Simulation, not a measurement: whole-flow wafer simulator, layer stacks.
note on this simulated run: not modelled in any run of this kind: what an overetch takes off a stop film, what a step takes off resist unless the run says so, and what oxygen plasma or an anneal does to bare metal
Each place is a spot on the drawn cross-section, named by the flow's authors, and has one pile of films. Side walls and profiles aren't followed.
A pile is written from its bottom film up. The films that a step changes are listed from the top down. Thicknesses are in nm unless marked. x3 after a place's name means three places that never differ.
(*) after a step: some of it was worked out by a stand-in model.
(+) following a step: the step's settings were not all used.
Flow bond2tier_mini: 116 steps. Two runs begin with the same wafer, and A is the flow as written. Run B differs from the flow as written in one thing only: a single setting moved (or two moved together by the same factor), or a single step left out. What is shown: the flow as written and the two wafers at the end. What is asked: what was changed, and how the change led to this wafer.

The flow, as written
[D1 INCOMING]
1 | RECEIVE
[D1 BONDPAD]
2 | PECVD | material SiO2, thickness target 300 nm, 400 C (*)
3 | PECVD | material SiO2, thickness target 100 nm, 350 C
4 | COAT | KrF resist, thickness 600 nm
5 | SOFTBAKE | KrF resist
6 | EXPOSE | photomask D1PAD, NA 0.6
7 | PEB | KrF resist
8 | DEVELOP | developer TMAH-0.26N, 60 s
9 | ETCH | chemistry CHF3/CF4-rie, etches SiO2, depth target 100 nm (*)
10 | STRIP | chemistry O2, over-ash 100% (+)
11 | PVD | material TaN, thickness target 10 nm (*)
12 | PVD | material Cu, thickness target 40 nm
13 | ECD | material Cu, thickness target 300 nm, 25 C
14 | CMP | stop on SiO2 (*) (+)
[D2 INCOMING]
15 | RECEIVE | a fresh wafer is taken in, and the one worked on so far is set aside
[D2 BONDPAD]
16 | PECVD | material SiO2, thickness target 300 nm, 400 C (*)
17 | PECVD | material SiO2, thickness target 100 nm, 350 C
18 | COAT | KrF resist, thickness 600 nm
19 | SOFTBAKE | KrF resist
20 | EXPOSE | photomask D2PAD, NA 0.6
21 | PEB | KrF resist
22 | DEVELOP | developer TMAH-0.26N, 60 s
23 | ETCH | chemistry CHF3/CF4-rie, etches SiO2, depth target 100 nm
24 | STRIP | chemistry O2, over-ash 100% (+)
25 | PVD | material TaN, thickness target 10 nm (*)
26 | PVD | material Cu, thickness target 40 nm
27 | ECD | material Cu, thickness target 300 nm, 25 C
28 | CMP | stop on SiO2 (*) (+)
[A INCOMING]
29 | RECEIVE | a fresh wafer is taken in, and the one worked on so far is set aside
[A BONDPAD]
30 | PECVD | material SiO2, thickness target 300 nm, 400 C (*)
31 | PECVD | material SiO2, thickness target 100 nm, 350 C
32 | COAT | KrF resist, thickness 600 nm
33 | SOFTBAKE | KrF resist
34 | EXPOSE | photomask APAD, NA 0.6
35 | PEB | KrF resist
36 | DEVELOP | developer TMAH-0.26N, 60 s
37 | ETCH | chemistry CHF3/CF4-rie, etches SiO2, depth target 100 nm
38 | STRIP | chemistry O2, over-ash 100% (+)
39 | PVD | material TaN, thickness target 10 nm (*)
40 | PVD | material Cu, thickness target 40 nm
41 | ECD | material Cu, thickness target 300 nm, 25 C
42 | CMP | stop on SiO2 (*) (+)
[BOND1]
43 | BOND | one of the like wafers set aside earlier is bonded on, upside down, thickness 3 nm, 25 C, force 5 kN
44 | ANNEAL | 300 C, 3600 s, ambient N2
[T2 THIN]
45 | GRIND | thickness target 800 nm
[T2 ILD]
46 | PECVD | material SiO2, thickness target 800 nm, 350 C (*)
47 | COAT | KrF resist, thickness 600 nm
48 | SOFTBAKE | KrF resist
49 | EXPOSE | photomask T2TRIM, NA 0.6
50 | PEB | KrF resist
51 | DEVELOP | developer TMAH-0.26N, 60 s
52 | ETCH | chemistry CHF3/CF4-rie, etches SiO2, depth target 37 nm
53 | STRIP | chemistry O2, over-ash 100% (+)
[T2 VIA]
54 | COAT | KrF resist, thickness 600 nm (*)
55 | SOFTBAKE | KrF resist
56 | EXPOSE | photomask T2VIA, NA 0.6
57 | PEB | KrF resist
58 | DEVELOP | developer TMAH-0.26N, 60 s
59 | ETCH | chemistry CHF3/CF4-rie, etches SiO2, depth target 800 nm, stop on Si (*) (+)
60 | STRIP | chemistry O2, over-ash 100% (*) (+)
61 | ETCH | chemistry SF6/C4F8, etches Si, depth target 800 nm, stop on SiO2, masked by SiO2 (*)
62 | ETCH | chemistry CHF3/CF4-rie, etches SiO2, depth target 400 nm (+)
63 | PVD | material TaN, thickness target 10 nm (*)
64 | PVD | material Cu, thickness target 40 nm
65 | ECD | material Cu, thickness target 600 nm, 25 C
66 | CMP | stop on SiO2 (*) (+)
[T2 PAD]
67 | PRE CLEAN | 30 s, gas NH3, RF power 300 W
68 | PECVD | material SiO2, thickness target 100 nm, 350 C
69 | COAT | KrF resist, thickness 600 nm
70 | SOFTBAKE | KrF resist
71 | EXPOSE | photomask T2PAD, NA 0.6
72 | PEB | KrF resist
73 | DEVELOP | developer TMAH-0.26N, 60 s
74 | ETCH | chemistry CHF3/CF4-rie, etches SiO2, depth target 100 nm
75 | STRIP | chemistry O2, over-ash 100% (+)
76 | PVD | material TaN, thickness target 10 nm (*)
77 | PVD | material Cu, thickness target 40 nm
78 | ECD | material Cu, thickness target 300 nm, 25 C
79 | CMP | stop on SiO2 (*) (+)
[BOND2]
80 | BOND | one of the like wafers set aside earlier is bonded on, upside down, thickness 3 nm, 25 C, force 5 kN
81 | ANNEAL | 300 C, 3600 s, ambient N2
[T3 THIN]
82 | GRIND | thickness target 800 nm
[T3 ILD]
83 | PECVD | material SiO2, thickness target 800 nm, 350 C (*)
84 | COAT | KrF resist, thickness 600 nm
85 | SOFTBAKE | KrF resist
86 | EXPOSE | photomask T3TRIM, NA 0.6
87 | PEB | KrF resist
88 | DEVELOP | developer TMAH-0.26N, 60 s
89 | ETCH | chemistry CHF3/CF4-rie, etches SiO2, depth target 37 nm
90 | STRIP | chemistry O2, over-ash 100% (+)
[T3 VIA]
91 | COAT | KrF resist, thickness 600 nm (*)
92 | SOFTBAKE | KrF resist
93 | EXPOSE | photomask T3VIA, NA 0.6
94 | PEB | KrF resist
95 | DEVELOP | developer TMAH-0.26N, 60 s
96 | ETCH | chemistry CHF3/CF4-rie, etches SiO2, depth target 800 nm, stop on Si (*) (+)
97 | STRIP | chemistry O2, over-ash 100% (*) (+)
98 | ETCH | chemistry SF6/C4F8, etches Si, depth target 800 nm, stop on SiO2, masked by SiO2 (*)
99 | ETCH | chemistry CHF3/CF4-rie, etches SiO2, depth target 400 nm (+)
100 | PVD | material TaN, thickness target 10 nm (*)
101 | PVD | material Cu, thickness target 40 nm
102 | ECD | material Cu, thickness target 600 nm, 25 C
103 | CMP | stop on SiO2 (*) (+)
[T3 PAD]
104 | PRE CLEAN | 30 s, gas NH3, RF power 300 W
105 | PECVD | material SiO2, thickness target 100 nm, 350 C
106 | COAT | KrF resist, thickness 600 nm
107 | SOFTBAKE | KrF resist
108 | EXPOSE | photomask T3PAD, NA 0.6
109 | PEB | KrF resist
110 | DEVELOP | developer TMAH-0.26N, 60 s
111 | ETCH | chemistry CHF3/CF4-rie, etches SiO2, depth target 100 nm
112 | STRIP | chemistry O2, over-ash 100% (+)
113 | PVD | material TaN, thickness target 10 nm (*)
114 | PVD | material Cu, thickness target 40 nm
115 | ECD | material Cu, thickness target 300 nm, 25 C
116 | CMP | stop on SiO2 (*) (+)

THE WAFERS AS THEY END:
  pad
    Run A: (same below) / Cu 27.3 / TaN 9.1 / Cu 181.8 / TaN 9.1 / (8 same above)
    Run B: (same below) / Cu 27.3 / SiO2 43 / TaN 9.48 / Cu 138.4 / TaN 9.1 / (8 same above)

The reason: step 74, ETCH: depth target 57 nm was run, though the flow has depth target 100 nm.

The path from the change to this, step by step:
  74 | ETCH | chemistry CHF3/CF4-rie, etches SiO2, depth target 100 nm
      pad: A SiO2 loses 100 (all of it) | B SiO2 loses 57
      field: A KrF resist loses 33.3 | B KrF resist loses 19
  75 | STRIP | chemistry O2, over-ash 100% (+)
      field: A KrF resist loses 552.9 (all of it) | B KrF resist loses 567.3 (all of it)
  77 | PVD | material Cu, thickness target 40 nm
      pad: A Cu gains 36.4 (new film) | B Cu gains 37.9 (new film)
  78 | ECD | material Cu, thickness target 300 nm, 25 C
      pad: A Cu gains 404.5 | B Cu gains 359.6
With metal films that touch counted as one body, pad has 4 bodies (between them, from the top down: SiO2 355 / Si 800 / chemical SiO2 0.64 / SiO2 300; SiO2 43; SiO2 355 / Si 800 / chemical SiO2 0.64 / SiO2 300); the flow as written gives 3 bodies (between them, from the top down: SiO2 355 / Si 800 / chemical SiO2 0.64 / SiO2 300; SiO2 355 / Si 800 / chemical SiO2 0.64 / SiO2 300).
